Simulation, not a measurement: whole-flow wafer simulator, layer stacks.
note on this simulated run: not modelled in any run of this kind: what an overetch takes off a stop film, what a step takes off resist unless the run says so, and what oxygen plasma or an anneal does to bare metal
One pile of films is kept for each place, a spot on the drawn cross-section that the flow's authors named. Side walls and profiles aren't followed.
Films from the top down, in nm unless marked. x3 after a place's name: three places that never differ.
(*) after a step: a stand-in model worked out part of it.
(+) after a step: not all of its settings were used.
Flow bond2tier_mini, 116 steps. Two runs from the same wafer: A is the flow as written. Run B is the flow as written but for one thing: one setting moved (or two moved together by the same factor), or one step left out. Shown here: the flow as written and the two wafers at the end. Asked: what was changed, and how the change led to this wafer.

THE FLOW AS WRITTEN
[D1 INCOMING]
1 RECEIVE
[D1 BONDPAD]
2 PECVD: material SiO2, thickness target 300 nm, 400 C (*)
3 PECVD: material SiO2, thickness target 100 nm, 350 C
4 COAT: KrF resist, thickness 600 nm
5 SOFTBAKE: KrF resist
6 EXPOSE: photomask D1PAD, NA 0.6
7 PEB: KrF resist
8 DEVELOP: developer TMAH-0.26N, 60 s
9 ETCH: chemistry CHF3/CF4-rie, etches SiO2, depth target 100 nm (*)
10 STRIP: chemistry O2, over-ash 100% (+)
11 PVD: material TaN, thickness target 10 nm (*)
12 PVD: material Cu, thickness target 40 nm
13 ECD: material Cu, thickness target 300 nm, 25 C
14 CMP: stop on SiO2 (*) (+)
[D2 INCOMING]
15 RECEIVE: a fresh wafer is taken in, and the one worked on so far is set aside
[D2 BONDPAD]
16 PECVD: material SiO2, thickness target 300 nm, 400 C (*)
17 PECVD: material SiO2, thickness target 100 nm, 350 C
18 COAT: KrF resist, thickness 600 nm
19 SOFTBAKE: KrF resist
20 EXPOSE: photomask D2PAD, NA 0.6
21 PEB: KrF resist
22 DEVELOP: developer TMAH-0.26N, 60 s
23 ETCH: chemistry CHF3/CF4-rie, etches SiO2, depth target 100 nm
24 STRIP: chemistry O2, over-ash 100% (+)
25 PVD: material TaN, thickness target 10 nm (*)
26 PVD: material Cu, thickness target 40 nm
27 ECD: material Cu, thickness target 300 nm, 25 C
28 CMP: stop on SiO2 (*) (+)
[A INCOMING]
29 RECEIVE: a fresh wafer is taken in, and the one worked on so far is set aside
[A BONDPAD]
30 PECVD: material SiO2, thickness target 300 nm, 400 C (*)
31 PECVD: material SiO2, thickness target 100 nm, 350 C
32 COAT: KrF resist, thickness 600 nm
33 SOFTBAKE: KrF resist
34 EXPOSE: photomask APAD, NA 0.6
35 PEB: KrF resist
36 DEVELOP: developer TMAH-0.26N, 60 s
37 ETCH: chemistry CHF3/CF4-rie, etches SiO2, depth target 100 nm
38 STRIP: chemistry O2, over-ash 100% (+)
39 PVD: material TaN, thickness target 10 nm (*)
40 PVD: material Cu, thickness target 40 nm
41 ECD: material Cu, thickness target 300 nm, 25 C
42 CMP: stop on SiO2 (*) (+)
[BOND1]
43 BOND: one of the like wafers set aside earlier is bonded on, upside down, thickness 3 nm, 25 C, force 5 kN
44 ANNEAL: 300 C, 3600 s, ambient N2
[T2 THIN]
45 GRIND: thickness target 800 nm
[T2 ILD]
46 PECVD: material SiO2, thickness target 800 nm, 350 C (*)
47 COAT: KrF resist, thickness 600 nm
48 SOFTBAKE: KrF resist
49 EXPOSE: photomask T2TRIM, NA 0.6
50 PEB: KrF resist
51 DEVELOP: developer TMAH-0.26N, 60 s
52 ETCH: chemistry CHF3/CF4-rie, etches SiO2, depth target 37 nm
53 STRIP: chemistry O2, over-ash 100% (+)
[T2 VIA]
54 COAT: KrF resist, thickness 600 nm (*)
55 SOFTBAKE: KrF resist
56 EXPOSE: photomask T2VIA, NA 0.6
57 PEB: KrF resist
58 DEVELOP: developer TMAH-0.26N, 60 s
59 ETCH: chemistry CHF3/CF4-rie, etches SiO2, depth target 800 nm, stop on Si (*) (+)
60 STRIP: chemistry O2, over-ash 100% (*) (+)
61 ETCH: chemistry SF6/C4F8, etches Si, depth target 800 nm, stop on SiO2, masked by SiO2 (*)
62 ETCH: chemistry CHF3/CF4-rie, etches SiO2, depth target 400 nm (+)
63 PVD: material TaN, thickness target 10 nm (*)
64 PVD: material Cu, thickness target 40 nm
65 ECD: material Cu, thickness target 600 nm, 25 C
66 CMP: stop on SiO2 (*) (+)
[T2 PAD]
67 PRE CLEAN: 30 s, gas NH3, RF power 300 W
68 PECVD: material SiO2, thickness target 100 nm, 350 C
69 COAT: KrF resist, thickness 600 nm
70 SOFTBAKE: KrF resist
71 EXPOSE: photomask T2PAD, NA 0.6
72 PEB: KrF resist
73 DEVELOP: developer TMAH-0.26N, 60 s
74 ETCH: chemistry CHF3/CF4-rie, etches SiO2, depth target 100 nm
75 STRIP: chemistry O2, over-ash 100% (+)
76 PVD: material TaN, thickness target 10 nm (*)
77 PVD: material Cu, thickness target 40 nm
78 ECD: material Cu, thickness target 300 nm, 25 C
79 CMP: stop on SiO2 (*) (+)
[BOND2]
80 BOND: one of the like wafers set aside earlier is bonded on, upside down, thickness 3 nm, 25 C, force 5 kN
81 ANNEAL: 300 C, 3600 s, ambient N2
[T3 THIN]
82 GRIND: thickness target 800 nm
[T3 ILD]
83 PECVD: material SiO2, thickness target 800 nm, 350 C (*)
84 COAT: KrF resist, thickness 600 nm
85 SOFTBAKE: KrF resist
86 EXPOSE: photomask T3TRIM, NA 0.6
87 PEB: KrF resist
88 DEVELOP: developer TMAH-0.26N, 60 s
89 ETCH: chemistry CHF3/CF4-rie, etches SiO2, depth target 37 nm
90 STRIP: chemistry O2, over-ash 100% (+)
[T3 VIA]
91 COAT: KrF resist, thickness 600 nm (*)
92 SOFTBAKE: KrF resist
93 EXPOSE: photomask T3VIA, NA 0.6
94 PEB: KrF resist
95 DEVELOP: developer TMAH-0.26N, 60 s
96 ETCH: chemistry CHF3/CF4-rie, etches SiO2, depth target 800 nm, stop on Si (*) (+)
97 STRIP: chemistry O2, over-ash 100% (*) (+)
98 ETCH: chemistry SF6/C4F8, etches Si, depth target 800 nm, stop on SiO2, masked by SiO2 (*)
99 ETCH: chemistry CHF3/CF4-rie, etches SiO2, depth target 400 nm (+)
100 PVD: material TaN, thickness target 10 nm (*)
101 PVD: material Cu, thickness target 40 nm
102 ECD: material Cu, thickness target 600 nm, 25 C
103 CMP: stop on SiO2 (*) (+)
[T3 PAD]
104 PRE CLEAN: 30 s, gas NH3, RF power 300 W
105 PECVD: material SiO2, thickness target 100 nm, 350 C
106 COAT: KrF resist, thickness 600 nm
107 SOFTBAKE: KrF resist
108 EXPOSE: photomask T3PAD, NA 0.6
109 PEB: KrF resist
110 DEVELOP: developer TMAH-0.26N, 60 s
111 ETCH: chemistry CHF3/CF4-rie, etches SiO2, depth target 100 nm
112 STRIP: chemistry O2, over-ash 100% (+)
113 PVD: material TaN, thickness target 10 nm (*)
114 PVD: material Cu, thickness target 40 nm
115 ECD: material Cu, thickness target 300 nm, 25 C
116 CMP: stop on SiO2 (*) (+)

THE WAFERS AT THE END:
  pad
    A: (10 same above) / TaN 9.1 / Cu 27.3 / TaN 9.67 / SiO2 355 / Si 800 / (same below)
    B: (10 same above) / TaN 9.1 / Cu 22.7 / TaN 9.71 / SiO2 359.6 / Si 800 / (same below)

The cause: step 52, ETCH: depth target 32.4 nm was run, where the flow has depth target 37 nm.

How the change led to this, step by step:
  52 ETCH: chemistry CHF3/CF4-rie, etches SiO2, depth target 37 nm
      pad, via: A SiO2 -37 | B SiO2 -32.4
      field: A KrF resist -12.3 | B KrF resist -10.8
